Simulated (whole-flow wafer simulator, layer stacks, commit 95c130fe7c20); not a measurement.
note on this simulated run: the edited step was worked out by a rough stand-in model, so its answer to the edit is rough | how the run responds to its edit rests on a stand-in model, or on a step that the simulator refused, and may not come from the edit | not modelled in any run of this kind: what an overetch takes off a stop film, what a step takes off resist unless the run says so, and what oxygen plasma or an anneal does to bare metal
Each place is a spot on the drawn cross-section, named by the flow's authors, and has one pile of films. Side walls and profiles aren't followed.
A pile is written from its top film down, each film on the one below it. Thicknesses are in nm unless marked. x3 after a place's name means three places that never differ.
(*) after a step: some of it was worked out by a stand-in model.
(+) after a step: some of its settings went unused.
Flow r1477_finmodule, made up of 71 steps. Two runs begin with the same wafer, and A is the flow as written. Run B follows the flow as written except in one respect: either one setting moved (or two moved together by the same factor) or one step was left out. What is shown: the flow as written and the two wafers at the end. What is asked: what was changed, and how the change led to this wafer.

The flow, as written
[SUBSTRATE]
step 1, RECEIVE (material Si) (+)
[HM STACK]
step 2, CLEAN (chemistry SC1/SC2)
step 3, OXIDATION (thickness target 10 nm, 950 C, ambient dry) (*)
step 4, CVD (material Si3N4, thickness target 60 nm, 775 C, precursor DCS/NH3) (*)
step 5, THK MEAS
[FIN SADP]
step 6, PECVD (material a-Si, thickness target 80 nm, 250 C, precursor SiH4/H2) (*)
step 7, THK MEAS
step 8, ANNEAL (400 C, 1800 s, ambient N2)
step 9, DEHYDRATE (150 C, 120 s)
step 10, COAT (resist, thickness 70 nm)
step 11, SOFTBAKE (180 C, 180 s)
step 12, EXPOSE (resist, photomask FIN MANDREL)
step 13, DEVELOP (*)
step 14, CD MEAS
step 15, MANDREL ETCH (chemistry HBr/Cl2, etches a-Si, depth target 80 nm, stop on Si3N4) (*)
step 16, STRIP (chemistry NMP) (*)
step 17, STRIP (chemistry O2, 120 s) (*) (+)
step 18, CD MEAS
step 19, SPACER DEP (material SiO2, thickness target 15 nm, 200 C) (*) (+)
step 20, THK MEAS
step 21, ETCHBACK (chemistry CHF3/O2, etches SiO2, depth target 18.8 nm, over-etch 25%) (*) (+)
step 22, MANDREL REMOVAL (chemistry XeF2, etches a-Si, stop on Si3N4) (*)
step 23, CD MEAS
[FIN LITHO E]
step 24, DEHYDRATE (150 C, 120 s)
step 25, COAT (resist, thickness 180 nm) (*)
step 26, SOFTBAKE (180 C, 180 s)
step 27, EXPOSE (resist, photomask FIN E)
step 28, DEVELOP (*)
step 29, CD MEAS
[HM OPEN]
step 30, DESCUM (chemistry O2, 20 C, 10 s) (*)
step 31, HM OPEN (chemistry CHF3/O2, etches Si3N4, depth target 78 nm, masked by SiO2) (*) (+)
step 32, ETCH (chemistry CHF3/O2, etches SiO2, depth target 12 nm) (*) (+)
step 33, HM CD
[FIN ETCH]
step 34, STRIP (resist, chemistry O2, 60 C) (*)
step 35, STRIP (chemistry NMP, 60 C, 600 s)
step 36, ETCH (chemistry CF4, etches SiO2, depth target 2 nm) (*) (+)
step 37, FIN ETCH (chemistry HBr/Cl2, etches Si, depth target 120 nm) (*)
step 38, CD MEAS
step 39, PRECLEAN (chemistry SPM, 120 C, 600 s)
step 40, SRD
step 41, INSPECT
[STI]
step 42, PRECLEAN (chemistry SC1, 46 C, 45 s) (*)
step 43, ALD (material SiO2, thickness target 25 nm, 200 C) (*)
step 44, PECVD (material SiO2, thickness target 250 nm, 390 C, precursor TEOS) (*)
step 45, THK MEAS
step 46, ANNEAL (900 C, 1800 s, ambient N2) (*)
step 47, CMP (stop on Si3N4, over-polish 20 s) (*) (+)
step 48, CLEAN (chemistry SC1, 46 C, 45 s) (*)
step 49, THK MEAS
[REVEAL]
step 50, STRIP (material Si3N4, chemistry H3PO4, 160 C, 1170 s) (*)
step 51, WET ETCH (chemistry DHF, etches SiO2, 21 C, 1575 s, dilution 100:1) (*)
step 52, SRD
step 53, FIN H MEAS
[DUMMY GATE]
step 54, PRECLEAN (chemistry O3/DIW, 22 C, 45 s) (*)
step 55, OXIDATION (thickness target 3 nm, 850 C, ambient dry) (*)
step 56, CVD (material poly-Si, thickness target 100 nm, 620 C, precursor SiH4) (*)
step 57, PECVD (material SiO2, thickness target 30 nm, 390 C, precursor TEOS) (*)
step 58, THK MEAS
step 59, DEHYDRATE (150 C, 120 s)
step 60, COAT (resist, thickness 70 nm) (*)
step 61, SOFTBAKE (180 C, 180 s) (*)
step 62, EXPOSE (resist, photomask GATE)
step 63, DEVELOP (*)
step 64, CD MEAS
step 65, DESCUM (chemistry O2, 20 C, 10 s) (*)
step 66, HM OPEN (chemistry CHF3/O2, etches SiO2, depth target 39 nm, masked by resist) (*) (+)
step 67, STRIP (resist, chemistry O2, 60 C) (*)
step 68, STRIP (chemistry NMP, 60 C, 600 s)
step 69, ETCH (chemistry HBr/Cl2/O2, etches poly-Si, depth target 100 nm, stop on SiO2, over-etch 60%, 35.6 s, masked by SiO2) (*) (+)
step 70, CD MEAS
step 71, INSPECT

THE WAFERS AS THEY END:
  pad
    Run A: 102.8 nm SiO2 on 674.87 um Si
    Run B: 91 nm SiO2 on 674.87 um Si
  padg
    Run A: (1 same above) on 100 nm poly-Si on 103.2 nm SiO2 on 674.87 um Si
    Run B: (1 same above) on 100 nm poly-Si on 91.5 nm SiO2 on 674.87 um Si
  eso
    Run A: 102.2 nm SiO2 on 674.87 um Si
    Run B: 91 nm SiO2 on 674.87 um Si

The reason: step 44, PECVD: thickness target 162.5 nm was run, whereas the flow has thickness target 250 nm.

How this came from the change, step by step:
  step 44, PECVD (material SiO2, thickness target 250 nm, 390 C, precursor TEOS) (*)
      pad, padg, elg and 33 more: A +250 SiO2 | B +162.5 SiO2
  step 46, ANNEAL (900 C, 1800 s, ambient N2) (*)
      pad, padg, elg and 33 more: A -11.2 SiO2 | B -7.31 SiO2
  step 47, CMP (stop on Si3N4, over-polish 20 s) (*) (+)
      pad, padg, e40sg and 11 more: A -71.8 SiO2 | B nothing
      eso: A -72.4 SiO2 | B nothing
      (and at 21 other places as well)
  step 60, COAT (resist, thickness 70 nm) (*)
      s40sg, s45sg, s40so, s45so: A +91 resist (new film) | B +102.3 resist (new film)
      e40sg, e40so: A +129.5 resist (new film) | B +140.7 resist (new film)
      (and at 7 other places as well)
  step 63, DEVELOP (*)
      s40so, s45so: A -91 resist (all of it) | B -102.3 resist (all of it)
      eso: A -129.5 resist (all of it) | B -140.1 resist (all of it)
      (and at 4 other places as well)
  step 67, STRIP (resist, chemistry O2, 60 C) (*)
      e40lg, e100lg, e200lg: A -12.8 resist (all of it) | B -12.2 resist (all of it)
      s40sg, s45sg: A -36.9 resist (all of it) | B -48.2 resist (all of it)
      (and at 4 other places as well)
